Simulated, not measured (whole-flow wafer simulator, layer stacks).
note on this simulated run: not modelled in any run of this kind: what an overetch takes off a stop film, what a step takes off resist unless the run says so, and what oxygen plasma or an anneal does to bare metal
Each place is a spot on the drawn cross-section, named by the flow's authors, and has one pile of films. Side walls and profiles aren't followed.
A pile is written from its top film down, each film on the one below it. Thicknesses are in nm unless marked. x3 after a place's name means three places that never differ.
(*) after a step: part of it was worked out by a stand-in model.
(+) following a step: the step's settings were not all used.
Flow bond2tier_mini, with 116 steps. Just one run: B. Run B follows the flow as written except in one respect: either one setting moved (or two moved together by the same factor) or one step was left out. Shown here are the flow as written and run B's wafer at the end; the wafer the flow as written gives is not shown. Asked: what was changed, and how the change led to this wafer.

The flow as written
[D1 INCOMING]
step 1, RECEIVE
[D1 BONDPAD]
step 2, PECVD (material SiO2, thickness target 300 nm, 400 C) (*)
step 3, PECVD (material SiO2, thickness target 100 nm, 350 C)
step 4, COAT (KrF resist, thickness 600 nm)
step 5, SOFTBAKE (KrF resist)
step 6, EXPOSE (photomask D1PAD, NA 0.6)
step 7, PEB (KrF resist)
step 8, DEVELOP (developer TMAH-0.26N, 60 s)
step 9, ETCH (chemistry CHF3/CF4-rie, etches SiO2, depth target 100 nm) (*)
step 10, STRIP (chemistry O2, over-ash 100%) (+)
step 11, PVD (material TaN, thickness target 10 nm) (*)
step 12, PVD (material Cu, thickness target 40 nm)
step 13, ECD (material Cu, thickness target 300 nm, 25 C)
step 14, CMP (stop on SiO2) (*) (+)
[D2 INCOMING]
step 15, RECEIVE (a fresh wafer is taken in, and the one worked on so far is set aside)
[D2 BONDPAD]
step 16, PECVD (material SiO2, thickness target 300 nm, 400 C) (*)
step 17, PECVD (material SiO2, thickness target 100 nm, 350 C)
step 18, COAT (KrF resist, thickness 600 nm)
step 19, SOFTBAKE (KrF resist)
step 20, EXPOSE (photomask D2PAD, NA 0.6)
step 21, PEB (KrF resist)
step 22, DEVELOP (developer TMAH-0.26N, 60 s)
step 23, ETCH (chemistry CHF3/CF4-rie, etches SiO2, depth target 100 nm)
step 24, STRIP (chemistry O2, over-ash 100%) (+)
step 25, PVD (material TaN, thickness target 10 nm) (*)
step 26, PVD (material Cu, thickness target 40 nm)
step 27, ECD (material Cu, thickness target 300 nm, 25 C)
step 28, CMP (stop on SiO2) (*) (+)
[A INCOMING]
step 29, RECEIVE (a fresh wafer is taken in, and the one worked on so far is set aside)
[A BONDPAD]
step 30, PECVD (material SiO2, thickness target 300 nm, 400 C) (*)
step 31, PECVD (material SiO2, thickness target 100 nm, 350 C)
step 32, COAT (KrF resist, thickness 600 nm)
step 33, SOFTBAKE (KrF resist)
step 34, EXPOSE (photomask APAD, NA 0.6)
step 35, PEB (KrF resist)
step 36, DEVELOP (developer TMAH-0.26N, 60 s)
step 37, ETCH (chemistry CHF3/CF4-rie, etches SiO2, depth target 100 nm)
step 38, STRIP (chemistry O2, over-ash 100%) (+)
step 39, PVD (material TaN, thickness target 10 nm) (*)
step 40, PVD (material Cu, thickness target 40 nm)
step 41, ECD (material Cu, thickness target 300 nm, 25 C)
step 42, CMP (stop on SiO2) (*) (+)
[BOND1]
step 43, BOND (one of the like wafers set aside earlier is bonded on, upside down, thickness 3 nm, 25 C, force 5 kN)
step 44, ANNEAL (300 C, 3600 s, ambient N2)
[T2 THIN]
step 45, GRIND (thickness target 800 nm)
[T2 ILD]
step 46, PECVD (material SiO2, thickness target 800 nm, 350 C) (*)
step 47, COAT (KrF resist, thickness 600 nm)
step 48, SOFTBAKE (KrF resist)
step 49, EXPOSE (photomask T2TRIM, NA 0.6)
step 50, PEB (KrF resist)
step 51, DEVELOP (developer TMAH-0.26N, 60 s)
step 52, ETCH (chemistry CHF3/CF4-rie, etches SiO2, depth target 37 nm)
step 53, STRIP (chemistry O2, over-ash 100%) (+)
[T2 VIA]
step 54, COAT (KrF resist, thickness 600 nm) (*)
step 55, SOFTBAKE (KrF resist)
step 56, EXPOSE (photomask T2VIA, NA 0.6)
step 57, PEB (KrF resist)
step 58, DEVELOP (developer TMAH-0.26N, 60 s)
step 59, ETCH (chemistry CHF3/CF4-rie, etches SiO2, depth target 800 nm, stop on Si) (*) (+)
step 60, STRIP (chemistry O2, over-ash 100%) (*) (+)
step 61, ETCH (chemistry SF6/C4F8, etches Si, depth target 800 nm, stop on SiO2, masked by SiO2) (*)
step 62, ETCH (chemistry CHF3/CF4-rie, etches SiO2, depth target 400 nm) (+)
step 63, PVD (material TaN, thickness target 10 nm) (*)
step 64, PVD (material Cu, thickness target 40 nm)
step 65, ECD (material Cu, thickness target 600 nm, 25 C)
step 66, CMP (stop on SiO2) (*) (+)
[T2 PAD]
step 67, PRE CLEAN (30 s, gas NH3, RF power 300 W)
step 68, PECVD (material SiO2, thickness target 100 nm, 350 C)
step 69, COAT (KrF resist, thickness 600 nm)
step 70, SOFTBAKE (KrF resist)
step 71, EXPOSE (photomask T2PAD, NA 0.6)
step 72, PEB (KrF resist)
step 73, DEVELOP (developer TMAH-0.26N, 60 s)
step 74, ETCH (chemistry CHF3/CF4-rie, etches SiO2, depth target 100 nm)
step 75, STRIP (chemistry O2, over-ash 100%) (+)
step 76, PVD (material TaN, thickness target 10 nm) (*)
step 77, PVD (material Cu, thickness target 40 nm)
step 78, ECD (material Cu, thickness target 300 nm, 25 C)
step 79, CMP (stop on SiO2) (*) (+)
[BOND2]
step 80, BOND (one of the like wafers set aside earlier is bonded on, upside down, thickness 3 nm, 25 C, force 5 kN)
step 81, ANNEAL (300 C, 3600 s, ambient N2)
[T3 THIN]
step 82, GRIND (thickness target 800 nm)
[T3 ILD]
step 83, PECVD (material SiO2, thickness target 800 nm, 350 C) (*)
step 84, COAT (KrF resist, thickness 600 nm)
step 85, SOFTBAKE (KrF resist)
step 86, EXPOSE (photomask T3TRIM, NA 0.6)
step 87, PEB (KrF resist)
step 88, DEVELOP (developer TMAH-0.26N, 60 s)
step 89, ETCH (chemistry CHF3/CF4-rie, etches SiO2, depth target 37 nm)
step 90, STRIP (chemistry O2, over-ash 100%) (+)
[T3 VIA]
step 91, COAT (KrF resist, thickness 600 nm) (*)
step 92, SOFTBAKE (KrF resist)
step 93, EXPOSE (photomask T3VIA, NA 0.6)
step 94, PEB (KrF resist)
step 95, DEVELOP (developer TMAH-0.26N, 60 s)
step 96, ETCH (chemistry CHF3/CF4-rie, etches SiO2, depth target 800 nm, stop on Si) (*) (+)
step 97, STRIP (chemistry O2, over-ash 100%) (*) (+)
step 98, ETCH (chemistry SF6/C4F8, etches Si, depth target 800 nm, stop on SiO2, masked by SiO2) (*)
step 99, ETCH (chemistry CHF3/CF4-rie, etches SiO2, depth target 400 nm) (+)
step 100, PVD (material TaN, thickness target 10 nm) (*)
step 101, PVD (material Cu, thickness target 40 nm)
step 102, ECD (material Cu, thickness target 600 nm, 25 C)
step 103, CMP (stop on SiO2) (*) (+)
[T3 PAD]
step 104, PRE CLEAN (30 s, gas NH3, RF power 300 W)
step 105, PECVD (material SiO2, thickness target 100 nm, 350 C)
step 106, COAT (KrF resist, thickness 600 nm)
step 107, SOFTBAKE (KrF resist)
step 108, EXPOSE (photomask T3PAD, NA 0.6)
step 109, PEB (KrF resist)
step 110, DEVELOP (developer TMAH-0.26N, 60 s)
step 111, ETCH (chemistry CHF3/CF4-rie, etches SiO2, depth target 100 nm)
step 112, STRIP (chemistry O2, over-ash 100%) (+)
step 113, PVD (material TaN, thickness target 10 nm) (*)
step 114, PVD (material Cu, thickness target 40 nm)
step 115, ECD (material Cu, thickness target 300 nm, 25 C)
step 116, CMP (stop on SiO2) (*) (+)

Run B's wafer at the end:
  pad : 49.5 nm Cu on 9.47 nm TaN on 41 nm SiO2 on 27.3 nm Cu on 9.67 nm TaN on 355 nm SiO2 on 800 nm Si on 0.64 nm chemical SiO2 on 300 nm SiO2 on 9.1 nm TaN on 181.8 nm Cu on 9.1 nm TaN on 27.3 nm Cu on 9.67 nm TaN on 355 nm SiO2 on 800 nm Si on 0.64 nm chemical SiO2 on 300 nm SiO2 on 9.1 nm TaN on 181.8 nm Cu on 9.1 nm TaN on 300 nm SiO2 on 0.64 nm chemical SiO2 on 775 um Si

The reason: step 111, ETCH: depth target 59 nm was run, though the flow has depth target 100 nm.

The path from the change to this, step by step:
  step 111, ETCH (chemistry CHF3/CF4-rie, etches SiO2, depth target 100 nm)
      pad: -59 SiO2 (in the flow as written it would be: -100 SiO2 (all of it))
      field: -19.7 KrF resist (in the flow as written it would be: -33.3 KrF resist)
  step 112, STRIP (chemistry O2, over-ash 100%) (+)
      field: -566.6 KrF resist (all of it) (in the flow as written it would be: -552.9 KrF resist (all of it))
  step 114, PVD (material Cu, thickness target 40 nm)
      pad: +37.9 Cu (new film) (in the flow as written it would be: +36.4 Cu (new film))
  step 115, ECD (material Cu, thickness target 300 nm, 25 C)
      pad: +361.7 Cu (in the flow as written it would be: +404.5 Cu)
If metal films that touch count as one body, pad has 4 bodies (between them, from the top down: SiO2 41; SiO2 355 / Si 800 / chemical SiO2 0.64 / SiO2 300; SiO2 355 / Si 800 / chemical SiO2 0.64 / SiO2 300); the flow as written gives 3 bodies (between them, from the top down: SiO2 355 / Si 800 / chemical SiO2 0.64 / SiO2 300; SiO2 355 / Si 800 / chemical SiO2 0.64 / SiO2 300).
